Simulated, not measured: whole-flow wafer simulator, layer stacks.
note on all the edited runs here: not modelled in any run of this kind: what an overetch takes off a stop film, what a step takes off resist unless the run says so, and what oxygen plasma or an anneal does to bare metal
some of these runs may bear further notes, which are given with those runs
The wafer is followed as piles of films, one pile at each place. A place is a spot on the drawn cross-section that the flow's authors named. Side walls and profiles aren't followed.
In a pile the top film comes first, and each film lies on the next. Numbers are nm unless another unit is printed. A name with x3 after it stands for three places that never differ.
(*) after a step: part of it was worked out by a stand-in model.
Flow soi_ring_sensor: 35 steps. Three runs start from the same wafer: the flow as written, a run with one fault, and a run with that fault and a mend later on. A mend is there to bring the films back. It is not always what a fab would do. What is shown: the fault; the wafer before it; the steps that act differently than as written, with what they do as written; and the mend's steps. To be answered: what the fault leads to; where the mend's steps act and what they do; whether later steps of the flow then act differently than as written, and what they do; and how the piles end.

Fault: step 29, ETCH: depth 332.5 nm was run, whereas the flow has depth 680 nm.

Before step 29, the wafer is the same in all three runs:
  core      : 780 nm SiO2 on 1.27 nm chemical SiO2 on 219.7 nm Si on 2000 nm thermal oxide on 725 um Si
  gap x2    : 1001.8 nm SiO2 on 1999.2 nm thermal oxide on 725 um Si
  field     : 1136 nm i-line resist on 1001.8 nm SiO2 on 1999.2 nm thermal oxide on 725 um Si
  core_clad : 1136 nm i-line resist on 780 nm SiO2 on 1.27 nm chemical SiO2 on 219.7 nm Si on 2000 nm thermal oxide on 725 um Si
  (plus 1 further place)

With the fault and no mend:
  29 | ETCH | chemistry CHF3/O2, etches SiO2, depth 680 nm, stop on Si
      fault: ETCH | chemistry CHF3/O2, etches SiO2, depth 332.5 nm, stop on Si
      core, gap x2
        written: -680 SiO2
        fault: -332.5 SiO2
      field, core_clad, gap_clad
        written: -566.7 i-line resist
        fault: -277.1 i-line resist
  Later steps of the flow acting differently than as written:
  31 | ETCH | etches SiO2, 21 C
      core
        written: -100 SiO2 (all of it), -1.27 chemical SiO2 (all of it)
        fault: -447.5 SiO2 (all of it), -1.27 chemical SiO2 (all of it)
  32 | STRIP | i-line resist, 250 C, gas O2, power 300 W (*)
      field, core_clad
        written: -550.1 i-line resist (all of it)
        fault: -839.7 i-line resist (all of it)
  When the end is reached, the piles differ only a little from the flow's at the places that both follow, at most by 2% or 0.5 nm, whichever is larger.

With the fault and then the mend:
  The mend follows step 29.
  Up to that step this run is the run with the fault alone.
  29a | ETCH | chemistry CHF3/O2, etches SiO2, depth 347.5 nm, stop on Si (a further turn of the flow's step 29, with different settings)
      core, gap x2
        -347.5 SiO2
      field, core_clad, gap_clad
        -289.6 i-line resist
  Later steps of the flow that are run all act as written at every place that is followed.
  The piles end the same as the flow's at every place that both follow.
